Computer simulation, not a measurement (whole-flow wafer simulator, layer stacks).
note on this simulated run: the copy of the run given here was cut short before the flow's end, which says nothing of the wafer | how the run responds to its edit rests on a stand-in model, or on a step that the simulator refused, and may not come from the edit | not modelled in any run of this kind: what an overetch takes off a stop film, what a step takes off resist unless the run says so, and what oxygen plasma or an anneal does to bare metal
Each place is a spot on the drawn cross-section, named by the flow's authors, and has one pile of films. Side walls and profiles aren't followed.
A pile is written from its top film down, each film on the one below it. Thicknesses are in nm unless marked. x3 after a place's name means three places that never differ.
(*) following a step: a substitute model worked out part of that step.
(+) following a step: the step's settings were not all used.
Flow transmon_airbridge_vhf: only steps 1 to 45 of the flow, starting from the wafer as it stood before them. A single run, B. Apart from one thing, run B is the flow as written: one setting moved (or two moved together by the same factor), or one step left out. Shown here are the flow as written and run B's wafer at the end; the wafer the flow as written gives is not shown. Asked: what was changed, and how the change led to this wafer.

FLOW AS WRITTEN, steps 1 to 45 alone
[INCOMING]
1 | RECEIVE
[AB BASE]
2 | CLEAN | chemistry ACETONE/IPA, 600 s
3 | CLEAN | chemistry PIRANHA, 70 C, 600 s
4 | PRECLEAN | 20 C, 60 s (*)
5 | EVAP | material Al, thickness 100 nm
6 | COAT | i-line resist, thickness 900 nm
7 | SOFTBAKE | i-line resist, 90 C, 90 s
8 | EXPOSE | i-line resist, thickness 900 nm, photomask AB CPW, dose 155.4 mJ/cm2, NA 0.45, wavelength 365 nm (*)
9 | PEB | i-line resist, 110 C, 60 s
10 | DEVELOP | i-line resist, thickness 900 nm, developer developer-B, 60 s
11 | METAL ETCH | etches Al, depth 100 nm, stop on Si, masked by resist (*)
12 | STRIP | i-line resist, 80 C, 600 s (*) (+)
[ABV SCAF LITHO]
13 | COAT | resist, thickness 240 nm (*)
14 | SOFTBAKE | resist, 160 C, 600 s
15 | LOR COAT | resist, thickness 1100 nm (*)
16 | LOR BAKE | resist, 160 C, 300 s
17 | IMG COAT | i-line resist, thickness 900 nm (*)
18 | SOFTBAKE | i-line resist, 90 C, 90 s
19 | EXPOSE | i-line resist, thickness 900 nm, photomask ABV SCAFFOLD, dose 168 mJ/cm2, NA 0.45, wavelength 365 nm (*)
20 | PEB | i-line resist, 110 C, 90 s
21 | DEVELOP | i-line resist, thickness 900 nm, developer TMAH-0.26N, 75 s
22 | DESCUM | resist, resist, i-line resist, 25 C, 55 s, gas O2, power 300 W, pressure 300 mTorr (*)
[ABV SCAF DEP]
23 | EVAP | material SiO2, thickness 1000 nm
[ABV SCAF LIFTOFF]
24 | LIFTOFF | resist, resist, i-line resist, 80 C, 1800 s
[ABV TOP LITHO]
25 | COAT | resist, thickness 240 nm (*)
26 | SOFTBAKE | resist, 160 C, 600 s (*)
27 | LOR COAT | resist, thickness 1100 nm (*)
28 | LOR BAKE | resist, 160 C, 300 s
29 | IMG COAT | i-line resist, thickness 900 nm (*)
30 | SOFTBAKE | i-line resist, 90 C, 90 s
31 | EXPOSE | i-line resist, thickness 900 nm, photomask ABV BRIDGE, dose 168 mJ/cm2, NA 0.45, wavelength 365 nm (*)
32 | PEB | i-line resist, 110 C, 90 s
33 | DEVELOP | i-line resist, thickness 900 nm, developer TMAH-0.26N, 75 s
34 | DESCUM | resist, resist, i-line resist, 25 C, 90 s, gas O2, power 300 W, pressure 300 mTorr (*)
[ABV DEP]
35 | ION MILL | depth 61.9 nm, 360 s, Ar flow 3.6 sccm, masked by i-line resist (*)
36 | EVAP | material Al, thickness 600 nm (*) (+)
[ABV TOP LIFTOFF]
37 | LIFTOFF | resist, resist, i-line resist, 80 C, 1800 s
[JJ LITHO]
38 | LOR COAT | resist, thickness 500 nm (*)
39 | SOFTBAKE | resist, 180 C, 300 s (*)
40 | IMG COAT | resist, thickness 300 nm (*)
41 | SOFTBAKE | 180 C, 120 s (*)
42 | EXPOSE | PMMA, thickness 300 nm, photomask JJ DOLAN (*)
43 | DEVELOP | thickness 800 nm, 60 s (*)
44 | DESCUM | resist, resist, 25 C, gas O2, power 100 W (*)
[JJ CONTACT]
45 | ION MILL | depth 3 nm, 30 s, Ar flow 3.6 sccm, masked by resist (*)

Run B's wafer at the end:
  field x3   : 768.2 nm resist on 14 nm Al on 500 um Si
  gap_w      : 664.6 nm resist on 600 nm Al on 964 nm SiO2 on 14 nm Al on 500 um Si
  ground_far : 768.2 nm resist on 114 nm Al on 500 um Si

Cause: step 5, EVAP: thickness 114 nm was run, though the flow has thickness 100 nm.
The wafer itself shows it: ground_far has Al 114, and step 5 as written asks for 100 nm.

How this came from the change, step by step:
  5 | EVAP | material Al, thickness 100 nm
      field x3, jj_line, ground_far and 12 more: +114 Al (new film) (it would be, as written: +100 Al (new film))
  11 | METAL ETCH | etches Al, depth 100 nm, stop on Si, masked by resist (*)
      field x3, jj_line, gap_w, gap_e: -100 Al (it would be, as written: -100 Al (all of it))
  45 | ION MILL | depth 3 nm, 30 s, Ar flow 3.6 sccm, masked by resist (*)
      jj_line: -14 Al (all of it), -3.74 Si (it would be, as written: -11.6 Si)
If metal films that touch count as one body, field x3 has 1 body; the flow as written gives 0 bodies.
If metal films that touch count as one body, gap_w has 2 bodies (between them, from the top down: SiO2 964); the flow as written gives 1 body.
